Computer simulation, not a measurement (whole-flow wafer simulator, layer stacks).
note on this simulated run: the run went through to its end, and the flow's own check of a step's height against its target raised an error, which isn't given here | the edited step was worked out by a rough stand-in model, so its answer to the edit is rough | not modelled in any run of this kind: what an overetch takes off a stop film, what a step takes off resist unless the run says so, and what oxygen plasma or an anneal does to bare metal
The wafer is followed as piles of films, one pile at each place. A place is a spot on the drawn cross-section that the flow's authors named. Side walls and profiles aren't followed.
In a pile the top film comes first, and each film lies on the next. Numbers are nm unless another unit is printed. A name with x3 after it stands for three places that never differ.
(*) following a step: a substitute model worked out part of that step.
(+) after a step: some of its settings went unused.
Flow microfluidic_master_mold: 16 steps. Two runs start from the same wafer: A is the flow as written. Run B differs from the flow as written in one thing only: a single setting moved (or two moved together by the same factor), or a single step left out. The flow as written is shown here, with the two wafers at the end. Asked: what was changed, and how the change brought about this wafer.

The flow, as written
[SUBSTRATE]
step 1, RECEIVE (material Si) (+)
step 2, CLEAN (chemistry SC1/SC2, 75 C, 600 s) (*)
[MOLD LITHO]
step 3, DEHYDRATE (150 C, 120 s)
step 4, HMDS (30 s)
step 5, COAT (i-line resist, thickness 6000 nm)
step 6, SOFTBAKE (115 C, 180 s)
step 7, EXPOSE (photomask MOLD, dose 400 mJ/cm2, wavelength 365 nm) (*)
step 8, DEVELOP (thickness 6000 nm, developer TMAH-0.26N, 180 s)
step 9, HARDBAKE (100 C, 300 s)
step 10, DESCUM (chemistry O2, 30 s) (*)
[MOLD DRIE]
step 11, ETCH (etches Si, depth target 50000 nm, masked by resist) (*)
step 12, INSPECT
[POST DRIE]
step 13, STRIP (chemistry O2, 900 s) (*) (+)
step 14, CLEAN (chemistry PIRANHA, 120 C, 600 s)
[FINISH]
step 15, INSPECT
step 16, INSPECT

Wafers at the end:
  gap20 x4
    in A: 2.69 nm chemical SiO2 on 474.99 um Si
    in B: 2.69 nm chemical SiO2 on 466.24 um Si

The reason: step 11, ETCH: depth target 58750 nm was run, while the flow as written has depth target 50000 nm.

How this came from the change, step by step:
  step 11, ETCH (etches Si, depth target 50000 nm, masked by resist) (*)
      gap20 x4: A chemical SiO2 loses 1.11 (all of it), Si loses 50 um | B chemical SiO2 loses 1.11 (all of it), Si loses 58.75 um
      ridge: A i-line resist loses 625 | B i-line resist loses 734.4
  step 13, STRIP (chemistry O2, 900 s) (*) (+)
      ridge: A i-line resist loses 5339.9 (all of it), chemical SiO2 gains 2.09, Si loses 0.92 | B i-line resist loses 5230.6 (all of it), chemical SiO2 gains 2.09, Si loses 0.92
